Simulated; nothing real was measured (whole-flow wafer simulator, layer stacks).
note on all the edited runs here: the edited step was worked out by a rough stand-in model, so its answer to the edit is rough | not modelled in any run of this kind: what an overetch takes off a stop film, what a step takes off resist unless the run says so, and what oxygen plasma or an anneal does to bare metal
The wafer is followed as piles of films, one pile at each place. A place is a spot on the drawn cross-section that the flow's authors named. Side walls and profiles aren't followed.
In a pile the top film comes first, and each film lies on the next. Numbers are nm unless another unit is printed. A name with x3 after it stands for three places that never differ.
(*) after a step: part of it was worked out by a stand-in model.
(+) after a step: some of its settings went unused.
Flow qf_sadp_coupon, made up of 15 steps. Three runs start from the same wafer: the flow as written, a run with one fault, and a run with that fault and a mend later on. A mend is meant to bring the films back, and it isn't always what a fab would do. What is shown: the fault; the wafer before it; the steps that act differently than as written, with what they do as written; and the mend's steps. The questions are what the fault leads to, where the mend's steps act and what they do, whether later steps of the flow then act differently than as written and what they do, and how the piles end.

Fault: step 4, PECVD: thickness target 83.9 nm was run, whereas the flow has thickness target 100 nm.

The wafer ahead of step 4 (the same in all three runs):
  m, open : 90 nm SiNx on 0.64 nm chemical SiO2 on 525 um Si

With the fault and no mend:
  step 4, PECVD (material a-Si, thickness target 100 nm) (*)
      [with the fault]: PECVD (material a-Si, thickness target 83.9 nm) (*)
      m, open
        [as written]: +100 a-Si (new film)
        [with the fault]: +83.9 a-Si (new film)
  Steps later in the flow that act otherwise than as written:
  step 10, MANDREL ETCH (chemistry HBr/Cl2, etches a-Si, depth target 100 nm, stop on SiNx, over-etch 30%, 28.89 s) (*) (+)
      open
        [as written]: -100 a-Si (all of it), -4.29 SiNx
        [with the fault]: -83.9 a-Si (all of it), -6.59 SiNx
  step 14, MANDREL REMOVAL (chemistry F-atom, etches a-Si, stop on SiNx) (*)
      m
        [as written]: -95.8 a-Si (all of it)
        [with the fault]: -79.7 a-Si (all of it)
  The piles end different from the flow's at open by more than 2% or 0.5 nm, whichever is larger.
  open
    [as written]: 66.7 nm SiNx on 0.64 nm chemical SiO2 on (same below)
    [with the fault]: 64.4 nm SiNx on 0.64 nm chemical SiO2 on (same below)

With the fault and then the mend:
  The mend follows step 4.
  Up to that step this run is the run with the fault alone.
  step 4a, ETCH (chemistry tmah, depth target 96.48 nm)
      m, open
        -83.9 a-Si (all of it)
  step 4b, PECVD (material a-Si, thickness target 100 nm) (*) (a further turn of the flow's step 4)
      m, open
        +100 a-Si (new film)
  Every later step of the flow that is run acts as written at every place that is followed.
  The piles end the same as the flow's at every place that both follow.
